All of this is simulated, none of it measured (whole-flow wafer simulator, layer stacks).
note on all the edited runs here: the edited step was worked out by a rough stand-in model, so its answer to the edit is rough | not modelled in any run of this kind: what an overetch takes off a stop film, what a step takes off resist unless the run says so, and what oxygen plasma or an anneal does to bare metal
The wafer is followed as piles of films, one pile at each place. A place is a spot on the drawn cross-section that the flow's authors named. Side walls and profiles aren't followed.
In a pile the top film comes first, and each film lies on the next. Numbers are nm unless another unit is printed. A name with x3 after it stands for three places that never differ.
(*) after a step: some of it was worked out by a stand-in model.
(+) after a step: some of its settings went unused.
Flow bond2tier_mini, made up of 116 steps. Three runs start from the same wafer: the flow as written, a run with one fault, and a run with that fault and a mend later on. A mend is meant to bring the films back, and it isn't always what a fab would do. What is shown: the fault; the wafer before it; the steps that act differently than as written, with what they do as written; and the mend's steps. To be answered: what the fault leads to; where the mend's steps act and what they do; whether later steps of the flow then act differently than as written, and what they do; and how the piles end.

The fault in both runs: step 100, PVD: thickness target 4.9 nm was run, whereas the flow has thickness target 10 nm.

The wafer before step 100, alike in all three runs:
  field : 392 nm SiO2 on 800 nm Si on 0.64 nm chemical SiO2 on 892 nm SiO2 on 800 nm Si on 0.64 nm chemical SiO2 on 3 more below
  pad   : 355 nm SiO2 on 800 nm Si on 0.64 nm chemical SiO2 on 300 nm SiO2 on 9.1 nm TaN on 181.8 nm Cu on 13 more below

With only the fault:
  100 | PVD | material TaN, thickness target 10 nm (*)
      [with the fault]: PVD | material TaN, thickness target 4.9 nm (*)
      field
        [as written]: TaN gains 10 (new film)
        [with the fault]: TaN gains 4.9 (new film)
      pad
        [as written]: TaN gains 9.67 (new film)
        [with the fault]: TaN gains 4.74 (new film)
  Steps later in the flow that act otherwise than as written (not shown: 1 more step that differs only slightly, by at most 2% or 0.5 nm, whichever is larger):
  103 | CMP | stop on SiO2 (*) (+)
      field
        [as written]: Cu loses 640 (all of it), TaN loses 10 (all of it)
        [with the fault]: Cu loses 640 (all of it), TaN loses 4.9 (all of it)
  The piles end different from the flow's at pad by more than 2% or 0.5 nm, whichever is larger.
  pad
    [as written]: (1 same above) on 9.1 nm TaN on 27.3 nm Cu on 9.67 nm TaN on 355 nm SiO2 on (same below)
    [with the fault]: (1 same above) on 9.1 nm TaN on 32.3 nm Cu on 4.74 nm TaN on 355 nm SiO2 on (same below)

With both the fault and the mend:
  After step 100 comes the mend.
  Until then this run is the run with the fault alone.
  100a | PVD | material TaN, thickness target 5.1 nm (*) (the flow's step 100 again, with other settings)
      field
        TaN gains 5.1
      pad
        TaN gains 4.93
  Every later step of the flow that is run acts as written at every place that is followed.
  When the end is reached, the piles differ only a little from the flow's at the places that both follow, at most by 2% or 0.5 nm, whichever is larger.
